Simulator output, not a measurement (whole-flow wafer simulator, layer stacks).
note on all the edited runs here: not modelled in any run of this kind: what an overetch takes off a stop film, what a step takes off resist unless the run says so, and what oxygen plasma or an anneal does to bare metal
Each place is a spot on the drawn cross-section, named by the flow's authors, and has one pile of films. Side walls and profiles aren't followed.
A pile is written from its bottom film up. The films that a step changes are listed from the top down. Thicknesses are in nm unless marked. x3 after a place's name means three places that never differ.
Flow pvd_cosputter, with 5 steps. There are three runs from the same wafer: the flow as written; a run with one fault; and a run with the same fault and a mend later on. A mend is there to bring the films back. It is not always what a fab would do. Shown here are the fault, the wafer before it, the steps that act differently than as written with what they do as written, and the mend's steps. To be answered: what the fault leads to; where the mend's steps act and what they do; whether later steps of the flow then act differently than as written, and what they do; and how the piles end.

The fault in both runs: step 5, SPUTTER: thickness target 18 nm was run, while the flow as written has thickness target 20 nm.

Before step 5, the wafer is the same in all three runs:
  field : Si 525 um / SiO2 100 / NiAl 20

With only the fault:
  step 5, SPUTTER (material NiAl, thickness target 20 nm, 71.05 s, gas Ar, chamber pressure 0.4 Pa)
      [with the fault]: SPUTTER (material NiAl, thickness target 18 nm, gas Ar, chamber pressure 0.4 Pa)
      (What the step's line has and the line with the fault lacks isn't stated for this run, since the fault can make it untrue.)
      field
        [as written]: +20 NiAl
        [with the fault]: +18 NiAl
  None of the later steps of the flow acts differently than as written at any place that is followed.
  The piles end different from the flow's at field by more than 2% or 0.5 nm, whichever is larger.
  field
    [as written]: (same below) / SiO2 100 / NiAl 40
    [with the fault]: (same below) / SiO2 100 / NiAl 38

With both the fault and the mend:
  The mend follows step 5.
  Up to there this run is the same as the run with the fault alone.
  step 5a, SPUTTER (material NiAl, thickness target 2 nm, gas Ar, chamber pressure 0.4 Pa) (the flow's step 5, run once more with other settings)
      field
        +2 NiAl
  None of the later steps of the flow acts differently than as written at any place that is followed.
  At every place that both follow, the piles at the end match the flow's.
